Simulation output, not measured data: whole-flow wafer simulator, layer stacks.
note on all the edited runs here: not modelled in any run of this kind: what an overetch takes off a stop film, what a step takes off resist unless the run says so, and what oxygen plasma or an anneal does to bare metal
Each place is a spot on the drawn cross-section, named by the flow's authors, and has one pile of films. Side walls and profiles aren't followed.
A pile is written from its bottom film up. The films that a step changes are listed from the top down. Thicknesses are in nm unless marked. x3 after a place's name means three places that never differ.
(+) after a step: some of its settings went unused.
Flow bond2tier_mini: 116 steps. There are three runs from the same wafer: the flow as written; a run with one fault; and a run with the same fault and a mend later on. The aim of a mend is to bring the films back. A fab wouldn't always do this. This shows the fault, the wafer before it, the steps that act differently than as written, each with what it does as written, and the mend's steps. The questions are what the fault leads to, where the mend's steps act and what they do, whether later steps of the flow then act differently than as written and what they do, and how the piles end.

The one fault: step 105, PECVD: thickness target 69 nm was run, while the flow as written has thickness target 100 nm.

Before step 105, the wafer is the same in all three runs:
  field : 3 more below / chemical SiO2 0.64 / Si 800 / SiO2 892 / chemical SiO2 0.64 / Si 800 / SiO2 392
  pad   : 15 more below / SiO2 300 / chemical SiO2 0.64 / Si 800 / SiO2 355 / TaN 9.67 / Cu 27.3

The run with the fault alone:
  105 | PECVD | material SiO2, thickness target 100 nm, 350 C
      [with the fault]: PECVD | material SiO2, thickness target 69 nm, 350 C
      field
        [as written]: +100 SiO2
        [with the fault]: +69 SiO2
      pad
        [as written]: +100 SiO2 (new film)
        [with the fault]: +69 SiO2 (new film)
  Later steps of the flow acting differently than as written (not shown: 1 more step that differs only slightly, by at most 2% or 0.5 nm, whichever is larger):
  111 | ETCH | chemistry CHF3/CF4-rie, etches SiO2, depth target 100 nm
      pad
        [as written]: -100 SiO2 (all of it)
        [with the fault]: -69 SiO2 (all of it), -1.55 Cu
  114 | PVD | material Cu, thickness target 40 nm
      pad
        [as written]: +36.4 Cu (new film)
        [with the fault]: +37.4 Cu (new film)
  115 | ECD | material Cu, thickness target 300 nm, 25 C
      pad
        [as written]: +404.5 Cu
        [with the fault]: +373.7 Cu
  By the end, the piles at field, pad depart from the flow's by more than 2% or 0.5 nm, whichever is larger.
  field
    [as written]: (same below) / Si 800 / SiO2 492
    [with the fault]: (same below) / Si 800 / SiO2 461
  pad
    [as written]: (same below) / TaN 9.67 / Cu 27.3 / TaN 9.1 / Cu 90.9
    [with the fault]: (same below) / TaN 9.67 / Cu 25.8 / TaN 9.41 / Cu 61.1

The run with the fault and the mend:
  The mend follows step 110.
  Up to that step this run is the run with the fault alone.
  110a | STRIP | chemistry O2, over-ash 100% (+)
      field
        -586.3 KrF resist (all of it)
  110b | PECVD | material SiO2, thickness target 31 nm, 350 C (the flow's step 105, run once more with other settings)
      field, pad
        +31 SiO2
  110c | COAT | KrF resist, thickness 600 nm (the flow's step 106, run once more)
      field, pad
        +600 KrF resist (new film)
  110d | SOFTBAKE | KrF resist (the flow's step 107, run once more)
      alters no film at any place that is followed
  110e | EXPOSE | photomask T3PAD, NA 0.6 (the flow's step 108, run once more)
      alters no film at any place that is followed
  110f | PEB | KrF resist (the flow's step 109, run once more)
      alters no film at any place that is followed
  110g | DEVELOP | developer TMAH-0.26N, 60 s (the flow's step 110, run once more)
      field
        -13.7 KrF resist
      pad
        -600 KrF resist (all of it)
  None of the later steps of the flow acts differently than as written at any place that is followed.
  By the end, the piles equal the flow's at every place that both follow.
